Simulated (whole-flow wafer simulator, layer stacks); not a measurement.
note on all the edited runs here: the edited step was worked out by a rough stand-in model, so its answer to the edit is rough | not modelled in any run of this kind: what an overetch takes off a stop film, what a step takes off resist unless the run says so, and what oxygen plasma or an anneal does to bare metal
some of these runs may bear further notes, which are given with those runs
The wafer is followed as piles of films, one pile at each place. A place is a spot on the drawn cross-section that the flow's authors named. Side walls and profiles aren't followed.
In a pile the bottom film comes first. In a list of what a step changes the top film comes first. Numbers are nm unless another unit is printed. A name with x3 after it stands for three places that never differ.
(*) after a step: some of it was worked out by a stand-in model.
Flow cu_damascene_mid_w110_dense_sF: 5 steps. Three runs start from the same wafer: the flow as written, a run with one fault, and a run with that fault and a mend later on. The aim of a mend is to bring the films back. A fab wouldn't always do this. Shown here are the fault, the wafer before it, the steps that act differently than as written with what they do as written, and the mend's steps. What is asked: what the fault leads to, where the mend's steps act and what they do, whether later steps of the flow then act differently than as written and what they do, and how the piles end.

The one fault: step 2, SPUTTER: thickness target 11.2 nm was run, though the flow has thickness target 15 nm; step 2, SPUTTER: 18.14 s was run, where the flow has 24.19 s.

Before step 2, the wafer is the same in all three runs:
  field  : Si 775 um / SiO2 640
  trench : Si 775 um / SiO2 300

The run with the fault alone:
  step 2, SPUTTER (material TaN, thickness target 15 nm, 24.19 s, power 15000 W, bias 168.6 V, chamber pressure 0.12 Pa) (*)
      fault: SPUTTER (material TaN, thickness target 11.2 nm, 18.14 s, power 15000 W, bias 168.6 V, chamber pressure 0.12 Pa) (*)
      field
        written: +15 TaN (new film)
        fault: +11.2 TaN (new film)
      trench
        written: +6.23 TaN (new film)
        fault: +4.65 TaN (new film)
  None of the later steps of the flow differs from how it acts as written, at any place that is followed, by more than 2% or 0.5 nm, whichever is larger.
  The piles end different from the flow's at field, trench by more than 2% or 0.5 nm, whichever is larger.
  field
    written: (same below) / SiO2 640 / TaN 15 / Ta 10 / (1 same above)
    fault: (same below) / SiO2 640 / TaN 11.2 / Ta 10 / (1 same above)
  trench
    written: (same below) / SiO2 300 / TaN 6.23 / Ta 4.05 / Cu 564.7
    fault: (same below) / SiO2 300 / TaN 4.65 / Ta 4.09 / Cu 562.5

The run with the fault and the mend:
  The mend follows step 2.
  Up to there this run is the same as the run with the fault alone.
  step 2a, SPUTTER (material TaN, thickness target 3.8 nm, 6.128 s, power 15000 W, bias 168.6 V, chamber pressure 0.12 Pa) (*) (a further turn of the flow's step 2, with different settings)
      field
        +3.8 TaN
      trench
        +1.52 TaN
  None of the later steps of the flow differs from how it acts as written, at any place that is followed, by more than 2% or 0.5 nm, whichever is larger.
  The piles end only slightly different from the flow's at the places that both follow, by no more than 2% or 0.5 nm, whichever is larger.
